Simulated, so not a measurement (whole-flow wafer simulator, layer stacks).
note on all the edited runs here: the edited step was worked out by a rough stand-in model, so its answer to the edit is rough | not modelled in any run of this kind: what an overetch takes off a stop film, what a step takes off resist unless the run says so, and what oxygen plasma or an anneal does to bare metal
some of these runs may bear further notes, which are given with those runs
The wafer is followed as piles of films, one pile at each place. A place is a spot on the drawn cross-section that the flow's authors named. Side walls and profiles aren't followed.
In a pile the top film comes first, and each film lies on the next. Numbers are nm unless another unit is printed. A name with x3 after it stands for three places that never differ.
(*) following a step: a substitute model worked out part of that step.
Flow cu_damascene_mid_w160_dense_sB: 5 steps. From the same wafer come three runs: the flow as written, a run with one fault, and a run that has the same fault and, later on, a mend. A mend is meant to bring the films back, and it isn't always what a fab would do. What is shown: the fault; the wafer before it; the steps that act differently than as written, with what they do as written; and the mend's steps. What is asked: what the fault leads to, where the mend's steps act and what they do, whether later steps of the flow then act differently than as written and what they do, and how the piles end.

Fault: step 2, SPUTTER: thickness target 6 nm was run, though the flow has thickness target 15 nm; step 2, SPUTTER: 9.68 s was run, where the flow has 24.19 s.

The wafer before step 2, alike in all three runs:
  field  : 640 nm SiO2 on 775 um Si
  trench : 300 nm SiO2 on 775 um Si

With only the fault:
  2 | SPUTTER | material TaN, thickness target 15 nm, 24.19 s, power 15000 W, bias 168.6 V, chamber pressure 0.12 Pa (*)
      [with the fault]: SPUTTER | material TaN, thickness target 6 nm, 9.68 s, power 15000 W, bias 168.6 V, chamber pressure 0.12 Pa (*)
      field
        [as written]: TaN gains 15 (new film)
        [with the fault]: TaN gains 6 (new film)
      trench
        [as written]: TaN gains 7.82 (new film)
        [with the fault]: TaN gains 3.13 (new film)
  Steps further on in the flow that do not act as written (2 other steps are not shown; they differ only slightly, by no more than 2% or 0.5 nm, whichever is larger):
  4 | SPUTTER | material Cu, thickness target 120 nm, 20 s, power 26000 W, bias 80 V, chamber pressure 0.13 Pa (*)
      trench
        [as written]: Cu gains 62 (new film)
        [with the fault]: Cu gains 63.3 (new film)
  At field, trench, the piles at the end differ from the flow's by more than 2% or 0.5 nm, whichever is larger.
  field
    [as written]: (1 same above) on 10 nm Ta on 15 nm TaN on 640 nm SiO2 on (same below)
    [with the fault]: (1 same above) on 10 nm Ta on 6 nm TaN on 640 nm SiO2 on (same below)
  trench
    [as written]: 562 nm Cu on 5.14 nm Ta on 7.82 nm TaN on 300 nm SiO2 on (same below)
    [with the fault]: 557.6 nm Cu on 5.25 nm Ta on 3.13 nm TaN on 300 nm SiO2 on (same below)

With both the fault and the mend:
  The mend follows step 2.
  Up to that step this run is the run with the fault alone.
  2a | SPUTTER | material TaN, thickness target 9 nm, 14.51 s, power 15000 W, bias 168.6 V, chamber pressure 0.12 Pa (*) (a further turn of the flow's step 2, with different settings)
      field
        TaN gains 9
      trench
        TaN gains 4.62
  None of the later steps of the flow differs from how it acts as written, at any place that is followed, by more than 2% or 0.5 nm, whichever is larger.
  The piles end only slightly different from the flow's at the places that both follow, by no more than 2% or 0.5 nm, whichever is larger.
